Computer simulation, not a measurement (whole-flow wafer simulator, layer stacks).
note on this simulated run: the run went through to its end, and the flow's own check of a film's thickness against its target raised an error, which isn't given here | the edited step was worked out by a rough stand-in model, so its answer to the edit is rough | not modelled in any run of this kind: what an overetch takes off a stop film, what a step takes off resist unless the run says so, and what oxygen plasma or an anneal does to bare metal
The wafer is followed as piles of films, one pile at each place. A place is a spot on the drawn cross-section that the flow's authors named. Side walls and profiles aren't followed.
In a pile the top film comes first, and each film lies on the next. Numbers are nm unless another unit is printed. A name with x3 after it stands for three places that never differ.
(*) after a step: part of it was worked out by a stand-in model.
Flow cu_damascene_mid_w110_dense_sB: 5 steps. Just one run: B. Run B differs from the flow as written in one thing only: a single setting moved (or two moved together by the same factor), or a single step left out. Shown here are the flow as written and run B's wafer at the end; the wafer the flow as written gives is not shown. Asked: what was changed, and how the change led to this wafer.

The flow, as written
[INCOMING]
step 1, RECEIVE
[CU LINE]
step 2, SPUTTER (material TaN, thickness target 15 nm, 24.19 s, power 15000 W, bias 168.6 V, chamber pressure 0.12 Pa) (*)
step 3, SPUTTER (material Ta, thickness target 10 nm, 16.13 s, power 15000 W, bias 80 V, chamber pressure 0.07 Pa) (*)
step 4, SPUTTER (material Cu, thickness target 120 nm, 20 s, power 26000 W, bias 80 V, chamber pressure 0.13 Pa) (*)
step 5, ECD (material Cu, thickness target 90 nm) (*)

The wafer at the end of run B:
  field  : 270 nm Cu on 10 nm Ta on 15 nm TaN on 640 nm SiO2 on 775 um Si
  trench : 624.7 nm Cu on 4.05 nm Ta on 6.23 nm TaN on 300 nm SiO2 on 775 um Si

Cause: step 4, SPUTTER: 30 s was run, whereas the flow has 20 s.

Step by step, how the change led to this:
  step 4, SPUTTER (material Cu, thickness target 120 nm, 20 s, power 26000 W, bias 80 V, chamber pressure 0.13 Pa) (*)
      field: Cu gains 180 (new film) (it would be, as written: Cu gains 120 (new film))
      trench: Cu gains 74.9 (new film) (it would be, as written: Cu gains 49.9 (new film))
  step 5, ECD (material Cu, thickness target 90 nm) (*)
      trench: Cu gains 549.8 (it would be, as written: Cu gains 514.8)
